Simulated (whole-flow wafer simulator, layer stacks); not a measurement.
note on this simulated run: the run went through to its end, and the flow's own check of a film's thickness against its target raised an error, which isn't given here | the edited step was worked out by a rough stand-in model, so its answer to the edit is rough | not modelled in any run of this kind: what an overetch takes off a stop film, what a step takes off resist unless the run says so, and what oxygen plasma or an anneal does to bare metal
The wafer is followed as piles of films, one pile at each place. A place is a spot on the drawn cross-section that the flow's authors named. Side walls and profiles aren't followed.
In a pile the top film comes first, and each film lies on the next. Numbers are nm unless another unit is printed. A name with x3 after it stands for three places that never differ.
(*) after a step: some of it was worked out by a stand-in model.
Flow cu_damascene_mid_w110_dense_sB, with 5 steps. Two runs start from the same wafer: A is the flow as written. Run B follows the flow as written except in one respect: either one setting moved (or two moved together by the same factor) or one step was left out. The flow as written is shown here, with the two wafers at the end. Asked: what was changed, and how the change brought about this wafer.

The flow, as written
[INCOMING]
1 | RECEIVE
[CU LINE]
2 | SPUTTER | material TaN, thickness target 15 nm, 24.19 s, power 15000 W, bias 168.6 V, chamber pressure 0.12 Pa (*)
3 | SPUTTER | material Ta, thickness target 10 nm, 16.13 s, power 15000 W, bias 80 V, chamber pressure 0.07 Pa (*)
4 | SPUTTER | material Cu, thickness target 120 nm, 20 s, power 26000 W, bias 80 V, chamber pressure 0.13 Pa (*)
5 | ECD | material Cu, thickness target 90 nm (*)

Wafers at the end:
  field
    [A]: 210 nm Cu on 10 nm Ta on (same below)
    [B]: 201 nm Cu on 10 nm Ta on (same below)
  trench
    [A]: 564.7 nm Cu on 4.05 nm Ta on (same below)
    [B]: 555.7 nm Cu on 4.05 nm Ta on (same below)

The reason: step 5, ECD: thickness target 81 nm was run, though the flow has thickness target 90 nm.

How this came from the change, step by step:
  5 | ECD | material Cu, thickness target 90 nm (*)
      field: A +90 Cu | B +81 Cu
